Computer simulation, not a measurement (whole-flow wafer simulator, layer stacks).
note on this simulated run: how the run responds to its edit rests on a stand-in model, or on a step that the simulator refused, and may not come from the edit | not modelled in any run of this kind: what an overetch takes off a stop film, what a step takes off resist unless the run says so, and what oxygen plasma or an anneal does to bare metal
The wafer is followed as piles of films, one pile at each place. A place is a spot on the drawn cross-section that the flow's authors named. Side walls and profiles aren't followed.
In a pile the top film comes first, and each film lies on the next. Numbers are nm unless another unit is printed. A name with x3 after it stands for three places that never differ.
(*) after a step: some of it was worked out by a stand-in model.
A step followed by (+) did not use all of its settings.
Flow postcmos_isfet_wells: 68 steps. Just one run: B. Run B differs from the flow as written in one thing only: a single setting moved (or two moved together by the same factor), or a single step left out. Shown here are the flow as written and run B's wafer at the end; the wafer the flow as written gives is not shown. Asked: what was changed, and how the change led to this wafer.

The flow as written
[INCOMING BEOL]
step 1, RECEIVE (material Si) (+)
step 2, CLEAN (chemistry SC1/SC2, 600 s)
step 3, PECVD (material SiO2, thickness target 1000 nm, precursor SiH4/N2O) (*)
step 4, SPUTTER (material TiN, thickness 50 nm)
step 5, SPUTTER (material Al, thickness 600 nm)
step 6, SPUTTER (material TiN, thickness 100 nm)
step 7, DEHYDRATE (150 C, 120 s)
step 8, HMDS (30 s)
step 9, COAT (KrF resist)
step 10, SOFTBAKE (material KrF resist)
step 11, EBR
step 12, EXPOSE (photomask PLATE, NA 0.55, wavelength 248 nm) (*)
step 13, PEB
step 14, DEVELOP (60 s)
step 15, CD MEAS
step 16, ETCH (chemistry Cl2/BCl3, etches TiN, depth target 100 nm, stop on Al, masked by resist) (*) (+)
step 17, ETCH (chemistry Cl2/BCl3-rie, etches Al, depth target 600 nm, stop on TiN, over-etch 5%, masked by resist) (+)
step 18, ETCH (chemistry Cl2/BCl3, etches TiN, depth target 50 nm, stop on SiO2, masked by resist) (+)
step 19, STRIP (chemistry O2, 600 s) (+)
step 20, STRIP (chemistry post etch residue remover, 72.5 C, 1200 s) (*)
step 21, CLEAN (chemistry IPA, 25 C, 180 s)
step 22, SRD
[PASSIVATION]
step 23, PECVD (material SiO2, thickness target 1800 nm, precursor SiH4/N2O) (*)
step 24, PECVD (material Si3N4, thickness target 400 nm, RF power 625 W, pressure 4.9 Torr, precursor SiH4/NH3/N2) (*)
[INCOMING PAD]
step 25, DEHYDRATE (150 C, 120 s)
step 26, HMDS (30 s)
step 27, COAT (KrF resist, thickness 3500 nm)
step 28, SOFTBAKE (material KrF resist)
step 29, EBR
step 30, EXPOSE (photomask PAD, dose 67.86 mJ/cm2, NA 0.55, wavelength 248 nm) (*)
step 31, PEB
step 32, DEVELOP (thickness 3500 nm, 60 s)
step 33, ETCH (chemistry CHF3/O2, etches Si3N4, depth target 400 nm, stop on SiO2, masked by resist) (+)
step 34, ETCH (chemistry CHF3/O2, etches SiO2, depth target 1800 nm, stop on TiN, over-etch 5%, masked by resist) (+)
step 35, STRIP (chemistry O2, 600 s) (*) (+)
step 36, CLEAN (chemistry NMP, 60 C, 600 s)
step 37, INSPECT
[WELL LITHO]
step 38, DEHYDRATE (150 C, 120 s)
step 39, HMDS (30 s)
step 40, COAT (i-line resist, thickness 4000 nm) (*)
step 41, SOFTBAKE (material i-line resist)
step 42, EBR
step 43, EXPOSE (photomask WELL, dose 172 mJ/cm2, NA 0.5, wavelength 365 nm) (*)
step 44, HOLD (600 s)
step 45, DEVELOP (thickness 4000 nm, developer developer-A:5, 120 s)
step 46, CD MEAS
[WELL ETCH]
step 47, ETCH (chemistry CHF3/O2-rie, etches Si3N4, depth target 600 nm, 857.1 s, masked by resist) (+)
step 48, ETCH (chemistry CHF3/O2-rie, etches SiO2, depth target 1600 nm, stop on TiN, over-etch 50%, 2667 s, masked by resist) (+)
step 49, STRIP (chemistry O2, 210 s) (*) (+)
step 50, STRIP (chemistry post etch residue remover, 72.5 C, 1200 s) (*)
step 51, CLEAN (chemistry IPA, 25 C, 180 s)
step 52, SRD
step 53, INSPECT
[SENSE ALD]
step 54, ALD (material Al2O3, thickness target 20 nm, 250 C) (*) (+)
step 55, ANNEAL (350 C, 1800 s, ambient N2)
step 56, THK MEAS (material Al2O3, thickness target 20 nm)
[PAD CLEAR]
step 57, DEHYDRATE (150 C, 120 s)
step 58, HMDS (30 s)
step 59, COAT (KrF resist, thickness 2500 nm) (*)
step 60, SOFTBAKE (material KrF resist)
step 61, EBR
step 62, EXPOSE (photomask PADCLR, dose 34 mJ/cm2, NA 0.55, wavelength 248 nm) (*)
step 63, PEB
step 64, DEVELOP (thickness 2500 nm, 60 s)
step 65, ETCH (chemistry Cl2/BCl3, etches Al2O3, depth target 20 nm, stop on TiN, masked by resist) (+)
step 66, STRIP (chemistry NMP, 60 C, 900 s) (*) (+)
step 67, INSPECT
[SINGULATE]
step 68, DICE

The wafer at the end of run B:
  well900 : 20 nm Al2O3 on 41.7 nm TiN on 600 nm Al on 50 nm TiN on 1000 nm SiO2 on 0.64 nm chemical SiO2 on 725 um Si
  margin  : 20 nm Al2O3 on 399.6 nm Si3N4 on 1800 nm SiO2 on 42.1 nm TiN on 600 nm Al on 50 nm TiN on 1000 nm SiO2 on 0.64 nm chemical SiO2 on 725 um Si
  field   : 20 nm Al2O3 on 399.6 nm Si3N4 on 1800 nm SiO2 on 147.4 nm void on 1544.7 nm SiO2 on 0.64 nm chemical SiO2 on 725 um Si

Cause: step 6, SPUTTER: thickness 42.5 nm was run, whereas the flow has thickness 100 nm.

How this came from the change, step by step:
  step 6, SPUTTER (material TiN, thickness 100 nm)
      field, margin, well900, well1300 x3, pad_rim, pad_clr, pad_open: TiN gains 42.5 (new film) (in the flow as written it would be: TiN gains 100 (new film))
  step 16, ETCH (chemistry Cl2/BCl3, etches TiN, depth target 100 nm, stop on Al, masked by resist) (*) (+)
      margin, well900, well1300 x3, pad_rim, pad_clr, pad_open: KrF resist loses 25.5 (in the flow as written it would be: KrF resist loses 40)
      field: TiN loses 42.5 (all of it) (in the flow as written it would be: TiN loses 100 (all of it))
  step 19, STRIP (chemistry O2, 600 s) (+)
      margin, well900, well1300 x3, pad_rim, pad_clr, pad_open: KrF resist loses 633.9 (all of it) (in the flow as written it would be: KrF resist loses 619.4 (all of it))
  step 23, PECVD (material SiO2, thickness target 1800 nm, precursor SiH4/N2O) (*)
      field: SiO2 gains 1800 (new film), void gains 147.4 (new film), SiO2 gains 544.7 (in the flow as written it would be: SiO2 gains 1800 (new film), void gains 189.9 (new film), SiO2 gains 559.7)
